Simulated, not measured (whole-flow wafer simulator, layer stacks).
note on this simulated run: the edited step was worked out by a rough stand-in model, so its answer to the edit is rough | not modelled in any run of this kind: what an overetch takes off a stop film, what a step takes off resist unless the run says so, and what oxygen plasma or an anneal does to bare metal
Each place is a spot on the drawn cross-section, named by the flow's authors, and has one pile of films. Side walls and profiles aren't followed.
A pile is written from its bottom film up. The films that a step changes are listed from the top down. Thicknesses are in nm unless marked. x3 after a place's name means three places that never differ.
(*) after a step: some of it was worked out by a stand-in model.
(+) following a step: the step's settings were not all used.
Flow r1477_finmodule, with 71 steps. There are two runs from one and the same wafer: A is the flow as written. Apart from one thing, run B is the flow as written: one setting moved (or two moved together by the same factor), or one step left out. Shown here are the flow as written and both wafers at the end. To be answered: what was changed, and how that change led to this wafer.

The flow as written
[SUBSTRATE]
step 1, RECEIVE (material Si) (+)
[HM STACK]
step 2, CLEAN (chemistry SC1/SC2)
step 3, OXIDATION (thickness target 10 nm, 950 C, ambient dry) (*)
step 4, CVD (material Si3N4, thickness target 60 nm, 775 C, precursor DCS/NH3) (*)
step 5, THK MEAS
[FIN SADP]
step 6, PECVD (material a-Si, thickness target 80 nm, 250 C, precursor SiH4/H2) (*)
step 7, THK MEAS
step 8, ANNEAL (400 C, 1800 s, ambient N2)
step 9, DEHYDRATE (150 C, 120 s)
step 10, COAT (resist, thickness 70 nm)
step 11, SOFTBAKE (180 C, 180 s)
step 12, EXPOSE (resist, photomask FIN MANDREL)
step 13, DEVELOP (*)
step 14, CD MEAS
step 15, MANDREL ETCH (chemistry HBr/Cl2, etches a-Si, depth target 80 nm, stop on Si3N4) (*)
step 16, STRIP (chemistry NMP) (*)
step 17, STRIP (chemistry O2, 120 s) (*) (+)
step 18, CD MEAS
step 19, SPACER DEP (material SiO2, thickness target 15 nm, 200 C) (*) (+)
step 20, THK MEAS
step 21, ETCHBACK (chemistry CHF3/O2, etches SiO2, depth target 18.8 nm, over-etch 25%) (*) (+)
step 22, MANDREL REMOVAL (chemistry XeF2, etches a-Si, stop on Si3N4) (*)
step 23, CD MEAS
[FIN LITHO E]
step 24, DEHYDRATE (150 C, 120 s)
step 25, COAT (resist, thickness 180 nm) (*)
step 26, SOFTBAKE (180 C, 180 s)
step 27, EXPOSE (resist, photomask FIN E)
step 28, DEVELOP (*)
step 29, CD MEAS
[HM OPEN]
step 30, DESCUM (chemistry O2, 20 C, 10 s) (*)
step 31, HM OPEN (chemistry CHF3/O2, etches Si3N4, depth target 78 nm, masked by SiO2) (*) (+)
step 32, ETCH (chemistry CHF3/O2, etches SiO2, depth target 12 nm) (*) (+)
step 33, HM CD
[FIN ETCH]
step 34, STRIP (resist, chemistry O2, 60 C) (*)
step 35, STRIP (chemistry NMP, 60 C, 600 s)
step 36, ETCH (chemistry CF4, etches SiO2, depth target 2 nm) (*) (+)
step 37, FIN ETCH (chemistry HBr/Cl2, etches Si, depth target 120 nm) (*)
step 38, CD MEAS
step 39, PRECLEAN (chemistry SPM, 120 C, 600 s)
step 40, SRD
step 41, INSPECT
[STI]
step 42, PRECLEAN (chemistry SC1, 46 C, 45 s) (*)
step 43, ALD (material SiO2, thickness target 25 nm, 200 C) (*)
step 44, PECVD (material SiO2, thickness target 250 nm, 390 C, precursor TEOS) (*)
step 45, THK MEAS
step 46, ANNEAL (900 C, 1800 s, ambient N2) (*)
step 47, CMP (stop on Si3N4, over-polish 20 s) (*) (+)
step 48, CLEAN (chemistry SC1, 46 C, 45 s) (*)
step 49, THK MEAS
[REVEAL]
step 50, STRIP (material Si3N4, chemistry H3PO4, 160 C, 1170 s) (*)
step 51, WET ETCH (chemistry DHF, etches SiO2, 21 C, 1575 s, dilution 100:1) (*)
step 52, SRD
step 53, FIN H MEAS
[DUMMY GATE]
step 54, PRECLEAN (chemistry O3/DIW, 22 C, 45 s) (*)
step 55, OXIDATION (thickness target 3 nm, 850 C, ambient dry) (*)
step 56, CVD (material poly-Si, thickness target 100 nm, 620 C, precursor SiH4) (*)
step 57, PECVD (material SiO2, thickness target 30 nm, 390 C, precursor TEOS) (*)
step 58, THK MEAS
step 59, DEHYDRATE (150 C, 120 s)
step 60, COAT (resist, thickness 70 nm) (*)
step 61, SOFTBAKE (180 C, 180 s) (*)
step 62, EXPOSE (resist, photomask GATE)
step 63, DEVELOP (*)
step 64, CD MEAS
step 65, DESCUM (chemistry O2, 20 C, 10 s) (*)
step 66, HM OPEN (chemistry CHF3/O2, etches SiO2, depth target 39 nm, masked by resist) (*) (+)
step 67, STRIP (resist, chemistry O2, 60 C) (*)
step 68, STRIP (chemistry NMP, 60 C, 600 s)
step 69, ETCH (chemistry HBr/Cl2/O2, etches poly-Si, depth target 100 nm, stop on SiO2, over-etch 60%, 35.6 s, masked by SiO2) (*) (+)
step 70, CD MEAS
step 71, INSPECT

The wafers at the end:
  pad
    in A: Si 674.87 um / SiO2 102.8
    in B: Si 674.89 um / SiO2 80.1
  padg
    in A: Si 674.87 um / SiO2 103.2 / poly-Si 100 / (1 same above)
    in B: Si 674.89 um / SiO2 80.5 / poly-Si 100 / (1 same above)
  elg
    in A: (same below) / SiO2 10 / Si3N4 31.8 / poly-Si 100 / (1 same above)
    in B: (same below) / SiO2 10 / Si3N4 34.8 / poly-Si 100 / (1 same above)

Cause: step 37, FIN ETCH: depth target 97.2 nm was run, whereas the flow has depth target 120 nm.

Step by step, how the change led to this:
  step 37, FIN ETCH (chemistry HBr/Cl2, etches Si, depth target 120 nm) (*)
      pad, padg, esg and 19 more: A Si loses 120 | B Si loses 97.2
      elg, e40lg, e100lg, e200lg, elo, e40lo, e100lo, e200lo: A Si3N4 loses 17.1 | B Si3N4 loses 13.9
      (and at 6 other places as well)
  step 43, ALD (material SiO2, thickness target 25 nm, 200 C) (*)
      s40cg, s45cg, s50cg, s40co, s45co, s50co: A SiO2 gains 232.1 (new film) | B SiO2 gains 211.1 (new film)
      esg: A SiO2 gains 194.3 (new film) | B SiO2 gains 174.7 (new film)
  step 47, CMP (stop on Si3N4, over-polish 20 s) (*) (+)
      pad, padg, e40sg and 11 more: A SiO2 loses 71.8 | B SiO2 loses 94.6
      eso: A SiO2 loses 72.4 | B SiO2 loses 95.2
  step 51, WET ETCH (chemistry DHF, etches SiO2, 21 C, 1575 s, dilution 100:1) (*)
      elg, e40lg, e100lg, e200lg, elo, e40lo, e100lo, e200lo: A SiO2 loses 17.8 (all of it), Si3N4 loses 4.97 | B SiO2 loses 14.6 (all of it), Si3N4 loses 5.23
  step 60, COAT (resist, thickness 70 nm) (*)
      e40sg, eso, e40so: A resist gains 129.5 (new film) | B resist gains 132.3 (new film)
      e100sg, e100so: A resist gains 129.4 (new film) | B resist gains 132.2 (new film)
      (and at 2 other places as well)
  step 63, DEVELOP (*)
      eso, e40so: A resist loses 129.5 (all of it) | B resist loses 132.3 (all of it)
      e100so: A resist loses 129.4 (all of it) | B resist loses 132.2 (all of it)
      (and at 1 other place as well)
  step 67, STRIP (resist, chemistry O2, 60 C) (*)
      e40sg: A resist loses 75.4 (all of it) | B resist loses 78.2 (all of it)
      e100sg: A resist loses 75.3 (all of it) | B resist loses 78.1 (all of it)
      (and at 1 other place as well)
